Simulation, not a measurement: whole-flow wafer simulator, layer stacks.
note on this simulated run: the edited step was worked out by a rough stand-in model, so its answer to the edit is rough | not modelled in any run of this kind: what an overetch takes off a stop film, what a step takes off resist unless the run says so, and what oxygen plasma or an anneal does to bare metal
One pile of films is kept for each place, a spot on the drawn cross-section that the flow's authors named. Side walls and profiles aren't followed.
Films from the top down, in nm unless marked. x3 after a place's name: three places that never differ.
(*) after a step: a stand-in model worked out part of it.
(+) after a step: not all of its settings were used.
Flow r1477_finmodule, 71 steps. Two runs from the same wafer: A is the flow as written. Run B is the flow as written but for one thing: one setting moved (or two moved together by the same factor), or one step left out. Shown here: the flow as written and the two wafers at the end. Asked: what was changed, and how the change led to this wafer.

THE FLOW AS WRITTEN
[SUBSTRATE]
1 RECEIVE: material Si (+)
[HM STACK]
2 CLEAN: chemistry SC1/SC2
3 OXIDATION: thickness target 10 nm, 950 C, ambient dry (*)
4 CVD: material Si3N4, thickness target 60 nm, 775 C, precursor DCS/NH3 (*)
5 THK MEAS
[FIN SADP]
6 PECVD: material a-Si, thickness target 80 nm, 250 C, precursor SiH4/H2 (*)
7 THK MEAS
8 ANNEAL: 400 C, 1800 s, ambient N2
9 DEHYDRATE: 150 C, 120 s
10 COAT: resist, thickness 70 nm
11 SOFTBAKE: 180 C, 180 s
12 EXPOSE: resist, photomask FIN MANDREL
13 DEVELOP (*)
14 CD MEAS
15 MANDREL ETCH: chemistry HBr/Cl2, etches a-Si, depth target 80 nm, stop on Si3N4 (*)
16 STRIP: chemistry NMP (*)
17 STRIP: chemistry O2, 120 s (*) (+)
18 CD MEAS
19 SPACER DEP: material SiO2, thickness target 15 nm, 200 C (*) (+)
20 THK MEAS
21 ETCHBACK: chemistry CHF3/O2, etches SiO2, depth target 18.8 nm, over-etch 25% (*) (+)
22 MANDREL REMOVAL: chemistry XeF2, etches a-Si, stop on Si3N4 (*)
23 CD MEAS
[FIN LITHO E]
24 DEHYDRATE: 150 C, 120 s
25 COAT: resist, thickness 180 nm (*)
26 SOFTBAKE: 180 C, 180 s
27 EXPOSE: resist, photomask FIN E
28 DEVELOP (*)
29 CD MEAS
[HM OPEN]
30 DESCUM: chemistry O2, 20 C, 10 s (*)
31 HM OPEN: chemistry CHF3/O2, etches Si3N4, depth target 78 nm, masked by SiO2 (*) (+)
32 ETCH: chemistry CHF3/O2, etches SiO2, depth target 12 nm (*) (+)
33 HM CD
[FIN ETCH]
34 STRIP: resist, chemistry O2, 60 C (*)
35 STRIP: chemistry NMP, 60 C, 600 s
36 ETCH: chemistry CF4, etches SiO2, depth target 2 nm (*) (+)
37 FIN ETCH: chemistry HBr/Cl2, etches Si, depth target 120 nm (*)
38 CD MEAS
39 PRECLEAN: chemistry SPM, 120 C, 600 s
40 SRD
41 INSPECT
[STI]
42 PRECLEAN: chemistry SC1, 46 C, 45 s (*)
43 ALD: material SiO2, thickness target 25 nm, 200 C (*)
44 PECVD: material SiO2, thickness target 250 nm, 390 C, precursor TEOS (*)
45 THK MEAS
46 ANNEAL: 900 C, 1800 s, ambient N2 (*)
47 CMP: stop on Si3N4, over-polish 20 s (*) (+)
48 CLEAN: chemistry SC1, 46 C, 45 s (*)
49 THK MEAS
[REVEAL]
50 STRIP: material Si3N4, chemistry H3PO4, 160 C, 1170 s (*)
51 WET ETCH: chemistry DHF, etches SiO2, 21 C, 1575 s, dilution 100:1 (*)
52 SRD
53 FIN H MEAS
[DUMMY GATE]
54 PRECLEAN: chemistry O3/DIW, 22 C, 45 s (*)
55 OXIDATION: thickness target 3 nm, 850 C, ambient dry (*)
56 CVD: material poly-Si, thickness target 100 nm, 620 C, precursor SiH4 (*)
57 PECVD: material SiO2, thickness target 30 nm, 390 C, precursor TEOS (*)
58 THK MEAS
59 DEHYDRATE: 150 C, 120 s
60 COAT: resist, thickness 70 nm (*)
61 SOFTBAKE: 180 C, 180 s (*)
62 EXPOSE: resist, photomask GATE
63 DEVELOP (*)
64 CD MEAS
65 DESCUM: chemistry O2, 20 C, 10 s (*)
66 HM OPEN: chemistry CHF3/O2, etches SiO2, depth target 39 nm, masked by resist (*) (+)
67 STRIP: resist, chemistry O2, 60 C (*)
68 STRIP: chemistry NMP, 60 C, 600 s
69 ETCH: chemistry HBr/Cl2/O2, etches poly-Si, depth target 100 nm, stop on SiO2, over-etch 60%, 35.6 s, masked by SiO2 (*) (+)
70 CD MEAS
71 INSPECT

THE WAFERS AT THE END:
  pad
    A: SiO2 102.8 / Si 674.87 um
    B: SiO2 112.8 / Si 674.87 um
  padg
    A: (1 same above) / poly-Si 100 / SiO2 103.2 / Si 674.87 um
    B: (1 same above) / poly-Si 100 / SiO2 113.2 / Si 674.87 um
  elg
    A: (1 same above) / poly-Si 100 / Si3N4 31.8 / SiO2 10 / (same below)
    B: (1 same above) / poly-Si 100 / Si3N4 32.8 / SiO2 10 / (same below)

The cause: step 51, WET ETCH: 18 C was run, where the flow has 21 C.

How the change led to this, step by step:
  51 WET ETCH: chemistry DHF, etches SiO2, 21 C, 1575 s, dilution 100:1 (*)
      pad, padg, e40sg and 12 more: A SiO2 -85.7 | B SiO2 -75.7
      elg, e40lg, e100lg, e200lg, elo, e40lo, e100lo, e200lo: A SiO2 -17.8 (all of it), Si3N4 -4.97 | B SiO2 -17.8 (all of it), Si3N4 -3.89
      (and at 7 more places)
  56 CVD: material poly-Si, thickness target 100 nm, 620 C, precursor SiH4 (*)
      s40cg, s40co: A poly-Si +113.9 (new film) | B poly-Si +104.7 (new film)
      s45cg, s45co: A poly-Si +113.4 (new film) | B poly-Si +104.2 (new film)
      (and at 3 more places)
  60 COAT: resist, thickness 70 nm (*)
      e40sg, eso, e40so: A resist +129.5 (new film) | B resist +121 (new film)
      e100sg, e100so: A resist +129.4 (new film) | B resist +121 (new film)
      (and at 8 more places)
  63 DEVELOP (*)
      eso, e40so: A resist -129.5 (all of it) | B resist -121 (all of it)
      e100so: A resist -129.4 (all of it) | B resist -121 (all of it)
      (and at 4 more places)
  67 STRIP: resist, chemistry O2, 60 C (*)
      e40sg: A resist -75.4 (all of it) | B resist -66.9 (all of it)
      e100sg: A resist -75.3 (all of it) | B resist -66.9 (all of it)
      (and at 4 more places)
  69 ETCH: chemistry HBr/Cl2/O2, etches poly-Si, depth target 100 nm, stop on SiO2, over-etch 60%, 35.6 s, masked by SiO2 (*) (+)
      s40co: A chemical SiO2 -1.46 (all of it), poly-Si -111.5 (all of it), SiO2 -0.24 | B chemical SiO2 -1.41 (all of it), poly-Si -102.3 (all of it), SiO2 -0.29
      s45co: A chemical SiO2 -1.46 (all of it), poly-Si -110.9 (all of it), SiO2 -0.25 | B chemical SiO2 -1.41 (all of it), poly-Si -101.8 (all of it), SiO2 -0.29
      (and at 1 more place)
